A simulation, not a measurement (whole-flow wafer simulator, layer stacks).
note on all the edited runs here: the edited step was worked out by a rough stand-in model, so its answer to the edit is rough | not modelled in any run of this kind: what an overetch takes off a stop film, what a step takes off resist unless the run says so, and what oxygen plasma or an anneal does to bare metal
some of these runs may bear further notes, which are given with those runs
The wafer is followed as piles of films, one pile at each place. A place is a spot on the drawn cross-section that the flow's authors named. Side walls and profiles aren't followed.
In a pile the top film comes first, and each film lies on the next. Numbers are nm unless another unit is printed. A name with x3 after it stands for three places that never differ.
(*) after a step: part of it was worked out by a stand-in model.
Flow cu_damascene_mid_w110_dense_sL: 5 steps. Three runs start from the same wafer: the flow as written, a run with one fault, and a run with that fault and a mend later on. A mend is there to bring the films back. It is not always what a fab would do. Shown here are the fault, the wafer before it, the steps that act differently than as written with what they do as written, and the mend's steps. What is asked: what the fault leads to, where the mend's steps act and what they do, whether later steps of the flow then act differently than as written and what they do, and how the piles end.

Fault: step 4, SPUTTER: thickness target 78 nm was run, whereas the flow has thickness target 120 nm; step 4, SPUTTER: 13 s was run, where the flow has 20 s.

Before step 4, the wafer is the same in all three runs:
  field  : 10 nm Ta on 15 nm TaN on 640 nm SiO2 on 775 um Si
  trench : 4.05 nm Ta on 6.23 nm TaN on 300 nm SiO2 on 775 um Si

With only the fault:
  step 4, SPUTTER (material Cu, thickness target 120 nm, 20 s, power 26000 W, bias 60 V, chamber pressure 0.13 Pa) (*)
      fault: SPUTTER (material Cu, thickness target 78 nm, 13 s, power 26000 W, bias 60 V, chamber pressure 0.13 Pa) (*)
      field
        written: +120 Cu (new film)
        fault: +78 Cu (new film)
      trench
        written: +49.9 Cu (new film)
        fault: +32.5 Cu (new film)
  Later steps of the flow acting differently than as written:
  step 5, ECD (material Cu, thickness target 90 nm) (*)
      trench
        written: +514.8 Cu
        fault: +490.3 Cu
  By the end, the piles at field, trench depart from the flow's by more than 2% or 0.5 nm, whichever is larger.
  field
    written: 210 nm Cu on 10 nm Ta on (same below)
    fault: 168 nm Cu on 10 nm Ta on (same below)
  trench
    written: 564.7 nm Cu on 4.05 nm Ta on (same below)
    fault: 522.7 nm Cu on 4.05 nm Ta on (same below)

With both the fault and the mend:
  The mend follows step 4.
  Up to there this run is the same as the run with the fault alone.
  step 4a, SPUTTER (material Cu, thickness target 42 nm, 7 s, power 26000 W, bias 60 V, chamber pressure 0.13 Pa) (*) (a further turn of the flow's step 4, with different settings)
      field
        +42 Cu
      trench
        +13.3 Cu
  None of the later steps of the flow differs from how it acts as written, at any place that is followed, by more than 2% or 0.5 nm, whichever is larger.
  The piles end the same as the flow's at every place that both follow.
